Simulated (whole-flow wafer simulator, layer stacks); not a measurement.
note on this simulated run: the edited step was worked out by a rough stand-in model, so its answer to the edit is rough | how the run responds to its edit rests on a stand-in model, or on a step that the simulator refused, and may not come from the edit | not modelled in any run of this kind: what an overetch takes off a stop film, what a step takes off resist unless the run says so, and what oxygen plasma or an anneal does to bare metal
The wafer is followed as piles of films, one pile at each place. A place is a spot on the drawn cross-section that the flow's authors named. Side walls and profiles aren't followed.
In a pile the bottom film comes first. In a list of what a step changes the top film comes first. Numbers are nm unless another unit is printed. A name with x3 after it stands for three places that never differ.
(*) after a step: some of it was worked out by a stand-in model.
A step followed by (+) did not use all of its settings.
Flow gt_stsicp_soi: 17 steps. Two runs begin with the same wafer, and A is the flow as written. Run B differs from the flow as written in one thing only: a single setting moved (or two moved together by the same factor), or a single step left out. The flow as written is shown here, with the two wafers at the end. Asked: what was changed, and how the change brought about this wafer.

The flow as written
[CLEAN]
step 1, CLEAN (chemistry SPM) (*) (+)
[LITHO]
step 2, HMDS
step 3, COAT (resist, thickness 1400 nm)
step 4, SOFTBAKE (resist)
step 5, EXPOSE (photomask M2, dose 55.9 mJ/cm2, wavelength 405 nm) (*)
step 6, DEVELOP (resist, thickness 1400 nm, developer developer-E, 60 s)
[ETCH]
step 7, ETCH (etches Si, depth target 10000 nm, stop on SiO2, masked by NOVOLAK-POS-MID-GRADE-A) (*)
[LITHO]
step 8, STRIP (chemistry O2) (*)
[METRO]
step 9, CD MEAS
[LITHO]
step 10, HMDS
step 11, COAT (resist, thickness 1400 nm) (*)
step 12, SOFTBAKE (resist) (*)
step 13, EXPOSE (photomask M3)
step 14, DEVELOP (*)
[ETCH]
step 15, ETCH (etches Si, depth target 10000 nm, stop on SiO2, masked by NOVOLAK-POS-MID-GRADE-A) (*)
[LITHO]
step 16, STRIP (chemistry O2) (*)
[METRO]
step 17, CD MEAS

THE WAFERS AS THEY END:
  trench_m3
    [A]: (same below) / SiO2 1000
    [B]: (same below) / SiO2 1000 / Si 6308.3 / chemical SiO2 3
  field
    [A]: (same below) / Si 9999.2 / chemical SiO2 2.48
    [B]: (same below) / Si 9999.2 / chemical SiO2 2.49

Cause: step 15, ETCH: depth target 3690 nm was run, while the flow as written has depth target 10000 nm.

Step by step, how the change led to this:
  step 15, ETCH (etches Si, depth target 10000 nm, stop on SiO2, masked by NOVOLAK-POS-MID-GRADE-A) (*)
      trench_m3: A chemical SiO2 loses 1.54 (all of it), Si loses 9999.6 (all of it) | B chemical SiO2 loses 1.54 (all of it), Si loses 3690
      field, trench_m2: A resist loses 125 | B resist loses 46.1
  step 16, STRIP (chemistry O2) (*)
      trench_m3: A nothing | B chemical SiO2 gains 3 (new film), Si loses 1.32
      field: A resist loses 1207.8 (all of it), chemical SiO2 gains 0.94, Si loses 0.41 | B resist loses 1286.6 (all of it), chemical SiO2 gains 0.95, Si loses 0.42
